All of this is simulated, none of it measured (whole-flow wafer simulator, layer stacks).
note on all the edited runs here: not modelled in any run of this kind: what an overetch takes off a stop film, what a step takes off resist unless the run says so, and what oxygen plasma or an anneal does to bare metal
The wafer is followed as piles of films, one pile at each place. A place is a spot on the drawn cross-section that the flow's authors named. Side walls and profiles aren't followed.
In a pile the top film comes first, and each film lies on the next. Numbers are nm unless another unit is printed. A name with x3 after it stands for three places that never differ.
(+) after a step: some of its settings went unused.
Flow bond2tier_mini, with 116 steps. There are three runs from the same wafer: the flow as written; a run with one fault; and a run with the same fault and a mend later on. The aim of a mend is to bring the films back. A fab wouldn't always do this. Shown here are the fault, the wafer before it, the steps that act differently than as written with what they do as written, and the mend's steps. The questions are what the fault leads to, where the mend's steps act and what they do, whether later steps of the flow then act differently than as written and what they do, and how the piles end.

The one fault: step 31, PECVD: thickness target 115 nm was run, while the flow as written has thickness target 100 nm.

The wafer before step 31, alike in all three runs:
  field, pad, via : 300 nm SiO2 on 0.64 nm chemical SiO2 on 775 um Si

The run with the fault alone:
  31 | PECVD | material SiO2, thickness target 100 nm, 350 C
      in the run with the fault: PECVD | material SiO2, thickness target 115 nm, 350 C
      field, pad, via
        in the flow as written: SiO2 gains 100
        in the run with the fault: SiO2 gains 115
  Later steps of the flow that are run all act as written at every place that is followed.
  The piles end different from the flow's at pad by more than 2% or 0.5 nm, whichever is larger.
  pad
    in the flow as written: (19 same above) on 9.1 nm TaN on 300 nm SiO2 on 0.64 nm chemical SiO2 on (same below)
    in the run with the fault: (19 same above) on 9.1 nm TaN on 315 nm SiO2 on 0.64 nm chemical SiO2 on (same below)

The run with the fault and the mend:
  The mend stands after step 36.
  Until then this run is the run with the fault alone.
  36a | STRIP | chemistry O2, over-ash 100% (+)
      field
        KrF resist loses 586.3 (all of it)
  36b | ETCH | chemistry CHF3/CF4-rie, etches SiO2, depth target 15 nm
      field, pad, via
        SiO2 loses 15
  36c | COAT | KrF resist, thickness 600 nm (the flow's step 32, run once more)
      field, pad, via
        KrF resist gains 600 (new film)
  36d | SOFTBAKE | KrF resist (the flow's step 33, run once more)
      does not change any film at any place that is followed
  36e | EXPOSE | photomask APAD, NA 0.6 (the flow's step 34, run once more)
      does not change any film at any place that is followed
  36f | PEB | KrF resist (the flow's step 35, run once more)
      does not change any film at any place that is followed
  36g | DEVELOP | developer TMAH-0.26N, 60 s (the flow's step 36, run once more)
      pad, via
        KrF resist loses 600 (all of it)
      field
        KrF resist loses 13.7
  Later steps of the flow that are run all act as written at every place that is followed.
  At every place that both follow, the piles at the end match the flow's.
